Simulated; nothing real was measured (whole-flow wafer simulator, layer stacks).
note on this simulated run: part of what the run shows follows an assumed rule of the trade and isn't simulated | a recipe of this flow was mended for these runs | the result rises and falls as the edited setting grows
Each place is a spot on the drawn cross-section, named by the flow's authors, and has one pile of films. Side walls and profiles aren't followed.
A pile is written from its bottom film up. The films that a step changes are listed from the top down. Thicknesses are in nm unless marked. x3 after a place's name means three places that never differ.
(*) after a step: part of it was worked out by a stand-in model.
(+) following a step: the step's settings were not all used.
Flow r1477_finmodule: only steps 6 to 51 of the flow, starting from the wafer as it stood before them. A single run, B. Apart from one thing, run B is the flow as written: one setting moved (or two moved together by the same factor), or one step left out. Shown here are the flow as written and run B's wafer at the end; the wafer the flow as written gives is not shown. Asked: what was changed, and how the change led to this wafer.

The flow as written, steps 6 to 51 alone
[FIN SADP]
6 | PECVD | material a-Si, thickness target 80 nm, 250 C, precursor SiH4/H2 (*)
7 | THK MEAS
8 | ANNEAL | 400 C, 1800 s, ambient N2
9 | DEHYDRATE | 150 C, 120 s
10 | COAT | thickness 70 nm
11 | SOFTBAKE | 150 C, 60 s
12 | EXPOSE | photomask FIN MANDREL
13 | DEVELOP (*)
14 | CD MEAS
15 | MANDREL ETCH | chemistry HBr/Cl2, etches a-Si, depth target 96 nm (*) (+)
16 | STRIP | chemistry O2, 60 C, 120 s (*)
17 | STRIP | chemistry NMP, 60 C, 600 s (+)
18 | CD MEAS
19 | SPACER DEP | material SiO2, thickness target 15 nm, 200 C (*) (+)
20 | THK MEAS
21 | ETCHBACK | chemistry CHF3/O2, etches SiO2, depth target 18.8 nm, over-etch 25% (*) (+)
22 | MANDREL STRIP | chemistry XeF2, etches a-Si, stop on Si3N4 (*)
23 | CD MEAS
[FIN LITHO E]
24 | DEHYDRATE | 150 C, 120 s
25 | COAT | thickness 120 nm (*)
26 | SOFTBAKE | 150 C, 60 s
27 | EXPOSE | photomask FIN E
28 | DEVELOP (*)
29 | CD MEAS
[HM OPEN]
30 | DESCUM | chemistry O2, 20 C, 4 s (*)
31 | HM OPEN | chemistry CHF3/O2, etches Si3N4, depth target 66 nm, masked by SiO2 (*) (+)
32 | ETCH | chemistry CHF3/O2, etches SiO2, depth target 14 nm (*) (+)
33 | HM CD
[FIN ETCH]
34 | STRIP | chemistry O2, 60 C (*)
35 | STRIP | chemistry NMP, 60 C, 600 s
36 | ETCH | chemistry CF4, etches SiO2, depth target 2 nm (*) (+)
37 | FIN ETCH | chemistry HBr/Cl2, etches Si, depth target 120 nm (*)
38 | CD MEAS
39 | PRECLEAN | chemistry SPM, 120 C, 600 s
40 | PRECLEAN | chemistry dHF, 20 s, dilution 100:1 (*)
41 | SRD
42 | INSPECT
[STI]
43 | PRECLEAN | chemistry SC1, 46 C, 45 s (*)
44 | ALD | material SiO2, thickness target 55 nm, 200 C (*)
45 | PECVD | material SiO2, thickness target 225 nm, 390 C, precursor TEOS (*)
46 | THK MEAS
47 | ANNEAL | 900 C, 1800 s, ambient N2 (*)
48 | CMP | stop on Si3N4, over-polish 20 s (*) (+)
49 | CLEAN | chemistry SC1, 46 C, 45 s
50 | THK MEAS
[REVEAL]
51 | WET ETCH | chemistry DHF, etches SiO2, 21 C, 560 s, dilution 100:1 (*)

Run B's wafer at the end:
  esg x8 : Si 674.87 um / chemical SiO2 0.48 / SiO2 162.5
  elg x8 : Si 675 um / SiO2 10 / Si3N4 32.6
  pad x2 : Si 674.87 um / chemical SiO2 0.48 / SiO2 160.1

The reason: step 21, ETCHBACK: depth target 20.2 nm was run, while the flow as written has depth target 18.8 nm.

The path from the change to this, step by step:
  21 | ETCHBACK | chemistry CHF3/O2, etches SiO2, depth target 18.8 nm, over-etch 25% (*) (+)
      pad x2, elg x8, esg x8, s40sg x2, s45sg x2, s50sg x2: -15 SiO2 (all of it), -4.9 Si3N4 (in the flow as written it would be: -15 SiO2 (all of it), -3.62 Si3N4)
  31 | HM OPEN | chemistry CHF3/O2, etches Si3N4, depth target 66 nm, masked by SiO2 (*) (+)
      pad x2, esg x8, s40sg x2, s45sg x2, s50sg x2: -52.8 Si3N4 (all of it), -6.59 SiO2 (in the flow as written it would be: -54.1 Si3N4 (all of it), -5.95 SiO2)
  32 | ETCH | chemistry CHF3/O2, etches SiO2, depth target 14 nm (*) (+)
      pad x2, esg x8, s40sg x2, s45sg x2, s50sg x2: -3.41 SiO2 (all of it), -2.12 Si (in the flow as written it would be: -4.05 SiO2 (all of it), -1.99 Si)
  51 | WET ETCH | chemistry DHF, etches SiO2, 21 C, 560 s, dilution 100:1 (*)
      elg x8: -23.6 SiO2 (all of it), -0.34 Si3N4 (in the flow as written it would be: -22.3 SiO2 (all of it), -0.41 Si3N4)
